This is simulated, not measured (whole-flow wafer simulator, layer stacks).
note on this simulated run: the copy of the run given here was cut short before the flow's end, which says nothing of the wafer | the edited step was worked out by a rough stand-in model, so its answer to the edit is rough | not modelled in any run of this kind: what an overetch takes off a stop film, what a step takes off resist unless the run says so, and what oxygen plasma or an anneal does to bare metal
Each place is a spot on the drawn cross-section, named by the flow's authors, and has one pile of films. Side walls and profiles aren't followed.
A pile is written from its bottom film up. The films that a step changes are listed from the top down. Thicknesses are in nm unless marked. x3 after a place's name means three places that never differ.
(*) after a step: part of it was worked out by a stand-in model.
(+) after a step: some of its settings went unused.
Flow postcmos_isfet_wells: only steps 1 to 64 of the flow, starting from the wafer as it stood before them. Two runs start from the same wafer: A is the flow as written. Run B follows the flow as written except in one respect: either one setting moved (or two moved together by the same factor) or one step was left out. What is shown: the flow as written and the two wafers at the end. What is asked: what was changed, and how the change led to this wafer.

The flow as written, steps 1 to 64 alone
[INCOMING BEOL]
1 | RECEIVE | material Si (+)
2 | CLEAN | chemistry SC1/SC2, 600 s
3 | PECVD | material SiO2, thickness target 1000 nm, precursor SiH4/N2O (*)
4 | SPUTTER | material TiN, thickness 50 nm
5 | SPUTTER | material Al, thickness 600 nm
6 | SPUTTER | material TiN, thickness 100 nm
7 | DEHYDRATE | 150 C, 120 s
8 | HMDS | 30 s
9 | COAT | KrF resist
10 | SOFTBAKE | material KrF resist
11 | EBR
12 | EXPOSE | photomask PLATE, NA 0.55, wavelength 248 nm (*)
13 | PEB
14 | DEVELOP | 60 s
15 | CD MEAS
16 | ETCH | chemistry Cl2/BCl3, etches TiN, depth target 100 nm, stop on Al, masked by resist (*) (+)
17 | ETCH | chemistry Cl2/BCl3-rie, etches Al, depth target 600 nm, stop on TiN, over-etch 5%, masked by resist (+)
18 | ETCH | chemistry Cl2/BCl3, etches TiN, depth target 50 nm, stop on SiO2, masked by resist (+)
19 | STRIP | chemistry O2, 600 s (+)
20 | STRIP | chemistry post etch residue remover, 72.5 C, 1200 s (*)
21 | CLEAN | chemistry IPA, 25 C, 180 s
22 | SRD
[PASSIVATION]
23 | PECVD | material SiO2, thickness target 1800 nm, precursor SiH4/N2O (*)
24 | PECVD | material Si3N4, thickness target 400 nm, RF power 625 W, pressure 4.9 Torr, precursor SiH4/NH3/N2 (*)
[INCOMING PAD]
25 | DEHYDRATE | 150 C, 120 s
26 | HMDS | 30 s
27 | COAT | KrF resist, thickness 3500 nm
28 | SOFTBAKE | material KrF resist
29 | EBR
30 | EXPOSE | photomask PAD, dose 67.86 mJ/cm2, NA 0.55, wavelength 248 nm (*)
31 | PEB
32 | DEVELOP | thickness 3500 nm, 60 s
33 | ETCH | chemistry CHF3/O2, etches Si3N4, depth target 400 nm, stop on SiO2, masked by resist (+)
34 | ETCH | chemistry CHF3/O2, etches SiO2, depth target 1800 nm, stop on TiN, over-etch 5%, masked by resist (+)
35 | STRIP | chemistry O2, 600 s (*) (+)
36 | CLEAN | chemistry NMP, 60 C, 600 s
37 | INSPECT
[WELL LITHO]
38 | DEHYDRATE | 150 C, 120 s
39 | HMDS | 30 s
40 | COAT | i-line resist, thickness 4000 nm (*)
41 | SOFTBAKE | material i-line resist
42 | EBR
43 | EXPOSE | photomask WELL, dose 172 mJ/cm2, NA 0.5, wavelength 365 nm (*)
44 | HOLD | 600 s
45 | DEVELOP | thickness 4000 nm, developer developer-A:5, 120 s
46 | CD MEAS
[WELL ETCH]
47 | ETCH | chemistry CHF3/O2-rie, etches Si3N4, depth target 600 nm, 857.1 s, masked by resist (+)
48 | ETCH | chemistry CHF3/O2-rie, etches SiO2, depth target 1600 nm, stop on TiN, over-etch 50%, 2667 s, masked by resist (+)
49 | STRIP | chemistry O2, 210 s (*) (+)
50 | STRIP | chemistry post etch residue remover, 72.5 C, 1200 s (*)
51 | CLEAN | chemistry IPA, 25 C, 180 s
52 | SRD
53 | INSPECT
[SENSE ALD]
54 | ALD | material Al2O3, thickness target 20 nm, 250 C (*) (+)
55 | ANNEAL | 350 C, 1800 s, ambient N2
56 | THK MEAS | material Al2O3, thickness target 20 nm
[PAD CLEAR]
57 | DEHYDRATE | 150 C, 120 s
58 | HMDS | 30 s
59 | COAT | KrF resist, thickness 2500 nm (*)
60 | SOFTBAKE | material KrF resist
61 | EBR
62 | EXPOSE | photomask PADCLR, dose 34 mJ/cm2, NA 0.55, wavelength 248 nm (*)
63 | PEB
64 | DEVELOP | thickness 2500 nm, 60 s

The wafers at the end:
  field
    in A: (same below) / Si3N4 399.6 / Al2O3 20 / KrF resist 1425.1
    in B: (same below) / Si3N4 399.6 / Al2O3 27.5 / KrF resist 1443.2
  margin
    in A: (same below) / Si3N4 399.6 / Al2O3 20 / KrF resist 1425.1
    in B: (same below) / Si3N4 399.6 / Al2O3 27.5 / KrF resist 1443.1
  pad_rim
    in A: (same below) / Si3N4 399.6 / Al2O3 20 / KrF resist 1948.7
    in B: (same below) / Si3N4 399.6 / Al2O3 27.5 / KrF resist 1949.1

What caused this: step 54, ALD: thickness target 27.5 nm was run, though the flow has thickness target 20 nm.
The wafer lets one read it off: field has Al2O3 27.5, and step 54 as written asks for 20 nm.

How this came from the change, step by step:
  54 | ALD | material Al2O3, thickness target 20 nm, 250 C (*) (+)
      field, margin, well900, well1300 x3, pad_rim, pad_clr, pad_open: A Al2O3 gains 20 (new film) | B Al2O3 gains 27.5 (new film)
